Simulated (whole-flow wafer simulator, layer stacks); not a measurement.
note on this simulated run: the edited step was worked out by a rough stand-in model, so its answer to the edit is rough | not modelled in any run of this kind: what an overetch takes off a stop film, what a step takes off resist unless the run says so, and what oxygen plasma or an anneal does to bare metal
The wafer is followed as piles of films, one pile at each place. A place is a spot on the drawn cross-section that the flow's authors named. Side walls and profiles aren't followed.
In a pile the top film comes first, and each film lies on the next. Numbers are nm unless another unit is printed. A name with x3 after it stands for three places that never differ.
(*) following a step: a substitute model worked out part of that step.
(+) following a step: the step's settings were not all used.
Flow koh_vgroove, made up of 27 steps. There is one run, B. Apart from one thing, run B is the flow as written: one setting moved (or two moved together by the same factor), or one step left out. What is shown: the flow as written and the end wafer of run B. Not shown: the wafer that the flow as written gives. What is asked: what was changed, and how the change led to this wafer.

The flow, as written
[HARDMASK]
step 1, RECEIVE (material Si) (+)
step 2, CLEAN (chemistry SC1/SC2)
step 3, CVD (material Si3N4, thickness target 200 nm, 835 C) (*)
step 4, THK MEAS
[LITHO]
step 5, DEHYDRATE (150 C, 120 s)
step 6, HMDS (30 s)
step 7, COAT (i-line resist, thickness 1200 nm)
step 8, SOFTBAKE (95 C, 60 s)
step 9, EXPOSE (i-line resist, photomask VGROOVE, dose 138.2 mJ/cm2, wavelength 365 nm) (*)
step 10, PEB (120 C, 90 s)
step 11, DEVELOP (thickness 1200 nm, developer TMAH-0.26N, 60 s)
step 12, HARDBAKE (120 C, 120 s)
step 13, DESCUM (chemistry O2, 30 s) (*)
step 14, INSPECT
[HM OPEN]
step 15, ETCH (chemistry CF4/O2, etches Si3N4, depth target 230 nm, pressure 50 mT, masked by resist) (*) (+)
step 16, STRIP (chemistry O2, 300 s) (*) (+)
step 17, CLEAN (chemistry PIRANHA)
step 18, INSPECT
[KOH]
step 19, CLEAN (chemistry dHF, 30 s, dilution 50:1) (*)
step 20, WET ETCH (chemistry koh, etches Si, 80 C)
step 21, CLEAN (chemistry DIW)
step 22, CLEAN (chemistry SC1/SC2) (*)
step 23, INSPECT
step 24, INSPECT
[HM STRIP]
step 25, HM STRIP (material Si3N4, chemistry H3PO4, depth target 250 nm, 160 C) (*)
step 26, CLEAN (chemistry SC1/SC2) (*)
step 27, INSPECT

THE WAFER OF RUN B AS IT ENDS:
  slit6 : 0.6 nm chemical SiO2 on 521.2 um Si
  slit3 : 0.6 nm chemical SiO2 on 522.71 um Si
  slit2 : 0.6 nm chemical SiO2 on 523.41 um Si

What caused this: step 15, ETCH: depth target 270 nm was run, though the flow has depth target 230 nm.

The path from the change to this, step by step:
  step 15, ETCH (chemistry CF4/O2, etches Si3N4, depth target 230 nm, pressure 50 mT, masked by resist) (*) (+)
      slit3, slit2, slit6, slit20: -200 Si3N4 (all of it), -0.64 chemical SiO2 (all of it), -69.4 Si (it would be, as written: -200 Si3N4 (all of it), -0.64 chemical SiO2 (all of it), -29.4 Si)
      field: -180 i-line resist (it would be, as written: -153.3 i-line resist)
  step 16, STRIP (chemistry O2, 300 s) (*) (+)
      field: -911 i-line resist (all of it) (it would be, as written: -937.7 i-line resist (all of it))
